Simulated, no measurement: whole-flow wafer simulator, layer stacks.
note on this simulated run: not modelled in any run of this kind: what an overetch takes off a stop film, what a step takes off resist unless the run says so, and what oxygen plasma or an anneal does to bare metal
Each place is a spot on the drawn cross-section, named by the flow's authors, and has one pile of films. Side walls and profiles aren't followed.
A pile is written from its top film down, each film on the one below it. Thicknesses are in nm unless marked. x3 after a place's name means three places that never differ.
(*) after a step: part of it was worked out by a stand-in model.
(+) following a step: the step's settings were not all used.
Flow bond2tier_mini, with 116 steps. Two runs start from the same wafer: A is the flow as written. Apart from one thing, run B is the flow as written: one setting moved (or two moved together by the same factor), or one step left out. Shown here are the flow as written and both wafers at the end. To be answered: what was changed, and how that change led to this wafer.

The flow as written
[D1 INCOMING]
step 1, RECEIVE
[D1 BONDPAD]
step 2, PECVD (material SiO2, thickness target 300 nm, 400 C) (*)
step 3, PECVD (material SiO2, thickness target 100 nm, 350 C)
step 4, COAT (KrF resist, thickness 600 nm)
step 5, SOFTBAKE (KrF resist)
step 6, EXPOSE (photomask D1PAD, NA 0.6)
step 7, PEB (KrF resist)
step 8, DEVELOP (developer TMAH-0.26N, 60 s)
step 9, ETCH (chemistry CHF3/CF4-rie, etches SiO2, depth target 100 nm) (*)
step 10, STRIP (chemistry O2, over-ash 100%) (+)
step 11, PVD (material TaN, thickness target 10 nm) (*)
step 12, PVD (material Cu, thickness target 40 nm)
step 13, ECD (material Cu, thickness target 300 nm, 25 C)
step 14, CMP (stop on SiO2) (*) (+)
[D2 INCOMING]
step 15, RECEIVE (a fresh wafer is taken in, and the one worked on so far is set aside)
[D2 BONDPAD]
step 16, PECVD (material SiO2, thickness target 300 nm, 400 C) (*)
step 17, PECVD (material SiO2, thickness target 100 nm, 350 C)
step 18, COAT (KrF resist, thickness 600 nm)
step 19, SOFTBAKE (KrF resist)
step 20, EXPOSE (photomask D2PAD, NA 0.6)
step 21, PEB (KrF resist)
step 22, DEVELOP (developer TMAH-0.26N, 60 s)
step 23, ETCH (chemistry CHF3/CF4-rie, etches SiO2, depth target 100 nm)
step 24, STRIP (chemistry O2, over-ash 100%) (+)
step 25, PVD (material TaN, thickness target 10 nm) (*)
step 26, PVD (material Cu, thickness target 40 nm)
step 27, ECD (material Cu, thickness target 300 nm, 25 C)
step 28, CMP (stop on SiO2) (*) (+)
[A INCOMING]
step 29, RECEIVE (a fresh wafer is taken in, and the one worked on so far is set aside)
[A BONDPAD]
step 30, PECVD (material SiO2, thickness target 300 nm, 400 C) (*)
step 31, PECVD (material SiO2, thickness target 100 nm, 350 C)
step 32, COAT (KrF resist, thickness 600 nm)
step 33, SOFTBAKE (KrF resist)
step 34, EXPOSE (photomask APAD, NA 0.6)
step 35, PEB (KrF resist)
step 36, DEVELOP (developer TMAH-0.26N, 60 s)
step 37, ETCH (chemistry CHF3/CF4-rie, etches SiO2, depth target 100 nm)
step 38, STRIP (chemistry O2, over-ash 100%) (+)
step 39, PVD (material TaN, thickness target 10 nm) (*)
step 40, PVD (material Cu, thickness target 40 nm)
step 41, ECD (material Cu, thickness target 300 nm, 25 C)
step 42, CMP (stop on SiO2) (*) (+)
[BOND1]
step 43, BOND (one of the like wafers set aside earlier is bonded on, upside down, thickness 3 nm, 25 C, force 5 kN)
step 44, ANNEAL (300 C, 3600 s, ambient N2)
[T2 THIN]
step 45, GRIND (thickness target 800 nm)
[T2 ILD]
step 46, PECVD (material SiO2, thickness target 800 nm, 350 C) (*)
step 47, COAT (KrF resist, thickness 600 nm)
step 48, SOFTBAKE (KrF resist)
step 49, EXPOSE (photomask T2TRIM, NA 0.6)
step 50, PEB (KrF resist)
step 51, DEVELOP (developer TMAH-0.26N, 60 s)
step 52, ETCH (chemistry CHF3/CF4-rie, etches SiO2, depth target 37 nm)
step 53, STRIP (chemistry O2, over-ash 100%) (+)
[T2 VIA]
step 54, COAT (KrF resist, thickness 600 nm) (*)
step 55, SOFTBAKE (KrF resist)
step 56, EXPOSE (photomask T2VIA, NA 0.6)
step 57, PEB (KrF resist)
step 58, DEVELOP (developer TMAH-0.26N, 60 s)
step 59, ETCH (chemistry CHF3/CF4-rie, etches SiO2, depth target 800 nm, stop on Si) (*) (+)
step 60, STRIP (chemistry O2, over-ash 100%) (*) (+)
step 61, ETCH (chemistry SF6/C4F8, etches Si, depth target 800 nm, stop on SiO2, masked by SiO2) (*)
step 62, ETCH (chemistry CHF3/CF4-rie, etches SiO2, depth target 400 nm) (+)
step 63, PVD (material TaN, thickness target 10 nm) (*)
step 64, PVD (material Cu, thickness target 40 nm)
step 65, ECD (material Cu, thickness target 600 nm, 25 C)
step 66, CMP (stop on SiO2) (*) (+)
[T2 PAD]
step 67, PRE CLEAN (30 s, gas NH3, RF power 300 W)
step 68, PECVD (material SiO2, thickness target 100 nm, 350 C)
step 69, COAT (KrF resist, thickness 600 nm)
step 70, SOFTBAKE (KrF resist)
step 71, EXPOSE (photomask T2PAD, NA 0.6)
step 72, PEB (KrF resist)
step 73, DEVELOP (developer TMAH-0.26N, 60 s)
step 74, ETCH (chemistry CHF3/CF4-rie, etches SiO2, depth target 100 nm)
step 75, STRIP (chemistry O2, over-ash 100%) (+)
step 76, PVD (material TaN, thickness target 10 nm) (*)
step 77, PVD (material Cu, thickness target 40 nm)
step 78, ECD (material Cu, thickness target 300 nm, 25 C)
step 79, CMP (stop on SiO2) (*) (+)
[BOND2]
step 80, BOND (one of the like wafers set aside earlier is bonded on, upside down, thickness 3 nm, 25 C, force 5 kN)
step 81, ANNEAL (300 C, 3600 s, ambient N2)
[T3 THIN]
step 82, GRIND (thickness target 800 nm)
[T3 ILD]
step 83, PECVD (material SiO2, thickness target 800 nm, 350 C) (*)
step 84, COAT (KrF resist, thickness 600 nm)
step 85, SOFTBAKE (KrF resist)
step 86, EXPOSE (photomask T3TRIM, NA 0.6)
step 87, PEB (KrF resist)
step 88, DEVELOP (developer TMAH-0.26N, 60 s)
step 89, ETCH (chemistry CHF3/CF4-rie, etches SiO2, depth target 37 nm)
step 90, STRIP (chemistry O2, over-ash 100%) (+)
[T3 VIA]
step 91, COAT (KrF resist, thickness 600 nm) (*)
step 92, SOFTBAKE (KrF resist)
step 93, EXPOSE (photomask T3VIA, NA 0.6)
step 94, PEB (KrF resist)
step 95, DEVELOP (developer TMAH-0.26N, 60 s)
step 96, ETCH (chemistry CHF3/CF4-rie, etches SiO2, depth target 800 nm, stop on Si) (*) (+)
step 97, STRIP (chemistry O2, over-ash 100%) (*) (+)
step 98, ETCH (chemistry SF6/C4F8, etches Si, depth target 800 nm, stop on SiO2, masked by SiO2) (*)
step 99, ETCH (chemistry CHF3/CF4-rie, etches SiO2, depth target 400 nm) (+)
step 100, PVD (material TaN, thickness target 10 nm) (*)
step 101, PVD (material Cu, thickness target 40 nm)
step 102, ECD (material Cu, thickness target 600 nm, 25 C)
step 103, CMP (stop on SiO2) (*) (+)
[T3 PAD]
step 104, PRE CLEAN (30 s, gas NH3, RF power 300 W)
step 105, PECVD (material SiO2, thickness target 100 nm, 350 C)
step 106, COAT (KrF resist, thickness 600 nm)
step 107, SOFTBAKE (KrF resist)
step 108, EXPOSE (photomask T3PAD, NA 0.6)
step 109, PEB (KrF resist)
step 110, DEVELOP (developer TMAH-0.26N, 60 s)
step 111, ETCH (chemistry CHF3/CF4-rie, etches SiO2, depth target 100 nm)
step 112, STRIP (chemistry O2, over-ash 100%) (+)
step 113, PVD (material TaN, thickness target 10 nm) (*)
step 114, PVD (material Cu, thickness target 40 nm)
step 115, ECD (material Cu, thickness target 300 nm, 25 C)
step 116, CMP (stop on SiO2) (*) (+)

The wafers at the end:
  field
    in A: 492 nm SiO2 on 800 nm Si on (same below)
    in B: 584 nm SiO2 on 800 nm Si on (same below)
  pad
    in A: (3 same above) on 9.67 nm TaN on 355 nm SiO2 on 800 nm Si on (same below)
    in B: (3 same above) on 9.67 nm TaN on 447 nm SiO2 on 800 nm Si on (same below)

Cause: step 99, ETCH: depth target 308 nm was run, while the flow as written has depth target 400 nm.

The path from the change to this, step by step:
  step 99, ETCH (chemistry CHF3/CF4-rie, etches SiO2, depth target 400 nm) (+)
      field, pad: A -400 SiO2 | B -308 SiO2
